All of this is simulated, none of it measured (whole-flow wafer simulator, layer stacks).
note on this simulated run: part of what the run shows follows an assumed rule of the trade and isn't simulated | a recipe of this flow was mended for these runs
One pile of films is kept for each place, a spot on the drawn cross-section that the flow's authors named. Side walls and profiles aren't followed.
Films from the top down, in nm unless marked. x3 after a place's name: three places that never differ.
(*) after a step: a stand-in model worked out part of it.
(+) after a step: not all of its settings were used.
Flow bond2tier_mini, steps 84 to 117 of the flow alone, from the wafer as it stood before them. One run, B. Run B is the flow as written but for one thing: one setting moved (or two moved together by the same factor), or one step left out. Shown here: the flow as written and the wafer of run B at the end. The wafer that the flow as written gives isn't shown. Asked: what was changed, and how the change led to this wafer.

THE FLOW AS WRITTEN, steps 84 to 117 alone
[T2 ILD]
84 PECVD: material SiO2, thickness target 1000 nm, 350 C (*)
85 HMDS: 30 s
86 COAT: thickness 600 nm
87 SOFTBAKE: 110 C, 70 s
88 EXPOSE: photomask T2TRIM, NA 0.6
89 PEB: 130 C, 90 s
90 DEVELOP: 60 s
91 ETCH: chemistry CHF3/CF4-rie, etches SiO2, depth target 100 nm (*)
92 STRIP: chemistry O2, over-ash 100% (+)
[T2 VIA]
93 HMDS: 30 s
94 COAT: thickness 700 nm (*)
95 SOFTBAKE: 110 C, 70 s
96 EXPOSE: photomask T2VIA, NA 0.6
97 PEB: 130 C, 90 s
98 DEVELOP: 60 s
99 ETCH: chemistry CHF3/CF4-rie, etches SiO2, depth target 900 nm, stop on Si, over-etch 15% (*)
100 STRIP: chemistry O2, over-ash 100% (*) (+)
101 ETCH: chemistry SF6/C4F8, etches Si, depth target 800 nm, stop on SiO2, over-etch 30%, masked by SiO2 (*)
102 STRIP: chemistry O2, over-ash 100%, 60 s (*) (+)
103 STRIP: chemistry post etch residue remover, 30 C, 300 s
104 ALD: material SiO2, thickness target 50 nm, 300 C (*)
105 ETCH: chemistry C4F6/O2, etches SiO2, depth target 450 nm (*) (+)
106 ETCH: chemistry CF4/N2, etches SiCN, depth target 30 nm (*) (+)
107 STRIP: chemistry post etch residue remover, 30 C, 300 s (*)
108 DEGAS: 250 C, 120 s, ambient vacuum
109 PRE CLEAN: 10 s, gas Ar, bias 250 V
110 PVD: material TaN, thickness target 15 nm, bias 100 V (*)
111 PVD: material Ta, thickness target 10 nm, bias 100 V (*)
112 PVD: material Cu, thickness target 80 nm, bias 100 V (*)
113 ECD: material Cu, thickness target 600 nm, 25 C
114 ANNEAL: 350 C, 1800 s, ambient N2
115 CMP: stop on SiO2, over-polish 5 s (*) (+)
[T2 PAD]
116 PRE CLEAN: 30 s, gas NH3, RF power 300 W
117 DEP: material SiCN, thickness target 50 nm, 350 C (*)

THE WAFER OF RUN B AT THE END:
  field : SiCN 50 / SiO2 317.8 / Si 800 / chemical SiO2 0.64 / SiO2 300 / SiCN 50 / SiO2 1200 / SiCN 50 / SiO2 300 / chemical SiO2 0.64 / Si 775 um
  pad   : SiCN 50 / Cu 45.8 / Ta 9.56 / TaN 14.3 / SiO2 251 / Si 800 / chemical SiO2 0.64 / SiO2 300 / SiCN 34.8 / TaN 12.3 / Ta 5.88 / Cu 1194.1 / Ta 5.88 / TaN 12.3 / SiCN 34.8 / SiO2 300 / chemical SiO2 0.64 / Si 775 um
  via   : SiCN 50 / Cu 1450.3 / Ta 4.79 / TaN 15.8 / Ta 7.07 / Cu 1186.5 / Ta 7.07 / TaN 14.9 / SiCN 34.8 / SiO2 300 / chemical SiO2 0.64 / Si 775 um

The cause: step 84, PECVD: thickness target 760 nm was run, where the flow has thickness target 1000 nm; step 91, ETCH: depth target 76 nm was run, where the flow has depth target 100 nm.

How the change led to this, step by step:
  84 PECVD: material SiO2, thickness target 1000 nm, 350 C (*)
      field, pad, via: SiO2 +760 (new film) (as written it would be: SiO2 +1000 (new film))
  91 ETCH: chemistry CHF3/CF4-rie, etches SiO2, depth target 100 nm (*)
      pad, via: SiO2 -76 (as written it would be: SiO2 -100)
      field: thick-KrF-resist -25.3 (as written it would be: thick-KrF-resist -33.3)
  99 ETCH: chemistry CHF3/CF4-rie, etches SiO2, depth target 900 nm, stop on Si, over-etch 15% (*)
      field, pad: thick-KrF-resist -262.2 (as written it would be: thick-KrF-resist -345)
      via: SiO2 -684 (all of it), Si -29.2 (as written it would be: SiO2 -900 (all of it), Si -11.2)
  100 STRIP: chemistry O2, over-ash 100% (*) (+)
      field: thick-KrF-resist -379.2 (all of it) (as written it would be: thick-KrF-resist -286.6 (all of it))
      pad: thick-KrF-resist -445.5 (all of it) (as written it would be: thick-KrF-resist -372.9 (all of it))
  101 ETCH: chemistry SF6/C4F8, etches Si, depth target 800 nm, stop on SiO2, over-etch 30%, masked by SiO2 (*)
      via: Si -770.8 (all of it), chemical SiO2 -0.64 (all of it), SiO2 -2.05 (as written it would be: Si -788.8 (all of it), chemical SiO2 -0.64 (all of it), SiO2 -1.87)
  112 PVD: material Cu, thickness target 80 nm, bias 100 V (*)
      via: Cu +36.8 (new film) (as written it would be: Cu +35 (new film))
  113 ECD: material Cu, thickness target 600 nm, 25 C
      pad: Cu +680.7 (as written it would be: Cu +706.1)
      via: Cu +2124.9 (as written it would be: Cu +2367)
